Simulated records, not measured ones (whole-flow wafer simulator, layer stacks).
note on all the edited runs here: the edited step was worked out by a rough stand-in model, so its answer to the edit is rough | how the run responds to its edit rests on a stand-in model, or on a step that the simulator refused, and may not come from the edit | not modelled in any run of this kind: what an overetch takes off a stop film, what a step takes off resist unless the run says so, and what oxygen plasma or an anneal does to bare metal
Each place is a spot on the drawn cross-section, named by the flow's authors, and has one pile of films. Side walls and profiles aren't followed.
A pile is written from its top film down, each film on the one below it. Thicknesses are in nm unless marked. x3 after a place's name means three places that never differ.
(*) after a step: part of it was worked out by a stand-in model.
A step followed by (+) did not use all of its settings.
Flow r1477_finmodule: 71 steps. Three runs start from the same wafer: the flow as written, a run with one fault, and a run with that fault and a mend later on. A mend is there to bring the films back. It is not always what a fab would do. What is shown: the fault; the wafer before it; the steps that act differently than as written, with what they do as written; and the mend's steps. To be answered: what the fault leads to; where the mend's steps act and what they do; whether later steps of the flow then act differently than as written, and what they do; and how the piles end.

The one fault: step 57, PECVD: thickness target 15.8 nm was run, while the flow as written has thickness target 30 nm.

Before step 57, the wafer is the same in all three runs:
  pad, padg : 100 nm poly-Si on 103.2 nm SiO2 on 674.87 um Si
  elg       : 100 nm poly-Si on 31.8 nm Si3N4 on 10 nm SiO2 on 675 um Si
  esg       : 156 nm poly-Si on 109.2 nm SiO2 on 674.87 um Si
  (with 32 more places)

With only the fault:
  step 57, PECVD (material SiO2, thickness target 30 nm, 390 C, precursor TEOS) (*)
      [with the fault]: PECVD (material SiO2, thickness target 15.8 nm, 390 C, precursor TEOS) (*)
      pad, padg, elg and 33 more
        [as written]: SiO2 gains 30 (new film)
        [with the fault]: SiO2 gains 15.8 (new film)
  Steps further on in the flow that do not act as written (3 more steps, not shown, differ only slightly: by at most 2% or 0.5 nm, whichever is larger):
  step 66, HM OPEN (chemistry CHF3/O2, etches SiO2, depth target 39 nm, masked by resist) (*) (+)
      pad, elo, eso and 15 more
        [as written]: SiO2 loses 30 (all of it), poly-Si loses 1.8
        [with the fault]: SiO2 loses 15.8 (all of it), poly-Si loses 1.58
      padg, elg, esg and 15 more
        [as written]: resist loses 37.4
        [with the fault]: resist loses 22.7
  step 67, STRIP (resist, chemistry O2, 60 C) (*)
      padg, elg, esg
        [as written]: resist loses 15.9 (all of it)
        [with the fault]: resist loses 30.6 (all of it)
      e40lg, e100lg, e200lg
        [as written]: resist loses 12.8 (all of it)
        [with the fault]: resist loses 27.4 (all of it)
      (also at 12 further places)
  The piles end different from the flow's at padg, elg, esg and 15 more by more than 2% or 0.5 nm, whichever is larger.
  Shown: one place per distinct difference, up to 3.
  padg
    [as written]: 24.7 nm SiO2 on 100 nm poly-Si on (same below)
    [with the fault]: 10.5 nm SiO2 on 100 nm poly-Si on (same below)
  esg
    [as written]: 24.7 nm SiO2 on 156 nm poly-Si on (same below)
    [with the fault]: 10.5 nm SiO2 on 156 nm poly-Si on (same below)
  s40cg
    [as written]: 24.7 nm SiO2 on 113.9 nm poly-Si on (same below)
    [with the fault]: 10.5 nm SiO2 on 113.9 nm poly-Si on (same below)

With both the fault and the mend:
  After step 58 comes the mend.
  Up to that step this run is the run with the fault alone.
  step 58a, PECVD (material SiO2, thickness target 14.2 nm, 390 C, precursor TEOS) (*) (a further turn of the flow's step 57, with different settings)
      pad, padg, elg and 33 more
        SiO2 gains 14.2
  Every later step of the flow that is run acts as written at every place that is followed.
  By the end, the piles equal the flow's at every place that both follow.
